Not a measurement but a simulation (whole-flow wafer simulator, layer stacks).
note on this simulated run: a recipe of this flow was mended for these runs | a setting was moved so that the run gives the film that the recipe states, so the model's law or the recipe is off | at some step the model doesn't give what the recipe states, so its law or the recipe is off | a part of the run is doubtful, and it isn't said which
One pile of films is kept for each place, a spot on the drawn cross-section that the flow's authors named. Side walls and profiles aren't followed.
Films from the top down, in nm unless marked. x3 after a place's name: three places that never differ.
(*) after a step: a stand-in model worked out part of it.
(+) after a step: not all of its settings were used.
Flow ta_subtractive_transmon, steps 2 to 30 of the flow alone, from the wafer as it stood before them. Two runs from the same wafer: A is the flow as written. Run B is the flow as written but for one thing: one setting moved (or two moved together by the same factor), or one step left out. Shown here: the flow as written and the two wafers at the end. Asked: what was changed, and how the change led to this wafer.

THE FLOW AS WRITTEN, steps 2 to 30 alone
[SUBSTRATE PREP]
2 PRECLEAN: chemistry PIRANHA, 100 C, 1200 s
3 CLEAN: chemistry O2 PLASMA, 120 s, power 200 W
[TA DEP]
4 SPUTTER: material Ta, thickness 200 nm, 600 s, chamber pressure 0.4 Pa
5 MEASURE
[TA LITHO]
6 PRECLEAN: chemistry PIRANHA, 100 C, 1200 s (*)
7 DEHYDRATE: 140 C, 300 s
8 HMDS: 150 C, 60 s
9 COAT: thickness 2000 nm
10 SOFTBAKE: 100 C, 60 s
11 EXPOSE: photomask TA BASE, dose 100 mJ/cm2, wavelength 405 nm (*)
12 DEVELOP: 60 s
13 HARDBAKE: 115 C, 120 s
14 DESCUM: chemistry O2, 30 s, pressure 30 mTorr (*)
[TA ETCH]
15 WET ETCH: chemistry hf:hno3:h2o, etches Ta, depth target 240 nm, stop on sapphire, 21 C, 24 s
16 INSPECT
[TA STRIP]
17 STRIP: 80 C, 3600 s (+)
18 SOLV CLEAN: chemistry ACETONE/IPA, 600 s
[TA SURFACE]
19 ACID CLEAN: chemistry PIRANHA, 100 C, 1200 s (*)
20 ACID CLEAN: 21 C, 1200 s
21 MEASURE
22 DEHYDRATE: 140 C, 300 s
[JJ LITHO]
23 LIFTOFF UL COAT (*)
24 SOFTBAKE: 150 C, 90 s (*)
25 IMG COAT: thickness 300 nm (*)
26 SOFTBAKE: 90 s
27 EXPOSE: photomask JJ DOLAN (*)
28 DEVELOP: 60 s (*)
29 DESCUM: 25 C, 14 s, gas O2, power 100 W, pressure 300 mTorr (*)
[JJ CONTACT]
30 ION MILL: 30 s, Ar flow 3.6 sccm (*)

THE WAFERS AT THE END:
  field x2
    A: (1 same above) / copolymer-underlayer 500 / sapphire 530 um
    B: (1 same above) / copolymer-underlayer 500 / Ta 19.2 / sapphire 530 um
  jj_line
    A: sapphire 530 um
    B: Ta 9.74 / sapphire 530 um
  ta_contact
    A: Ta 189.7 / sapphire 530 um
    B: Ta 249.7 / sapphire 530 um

The cause: step 4, SPUTTER: thickness 260 nm was run, where the flow has thickness 200 nm; step 4, SPUTTER: 780 s was run, where the flow has 600 s.

How the change led to this, step by step:
  4 SPUTTER: material Ta, thickness 200 nm, 600 s, chamber pressure 0.4 Pa
      field x2, jj_line, lead, ta_contact, ta_pad: A Ta +200 (new film) | B Ta +260 (new film)
  15 WET ETCH: chemistry hf:hno3:h2o, etches Ta, depth target 240 nm, stop on sapphire, 21 C, 24 s
      field x2, jj_line, lead: A Ta -199.7 (all of it) | B Ta -240
  23 LIFTOFF UL COAT (*)
      ta_contact: A copolymer-underlayer +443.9 (new film) | B copolymer-underlayer +433.7 (new film)
  28 DEVELOP: 60 s (*)
      ta_contact: A acrylic-e-beam-resist -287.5 (all of it), copolymer-underlayer -443.9 (all of it) | B acrylic-e-beam-resist -284.7 (all of it), copolymer-underlayer -433.7 (all of it)
  30 ION MILL: 30 s, Ar flow 3.6 sccm (*)
      jj_line, lead: A sapphire -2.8 | B Ta -9.45
Counting metal films that touch as one body, field x2 has 1 body; the flow as written gives 0 bodies.
Counting metal films that touch as one body, jj_line has 1 body; the flow as written gives 0 bodies.
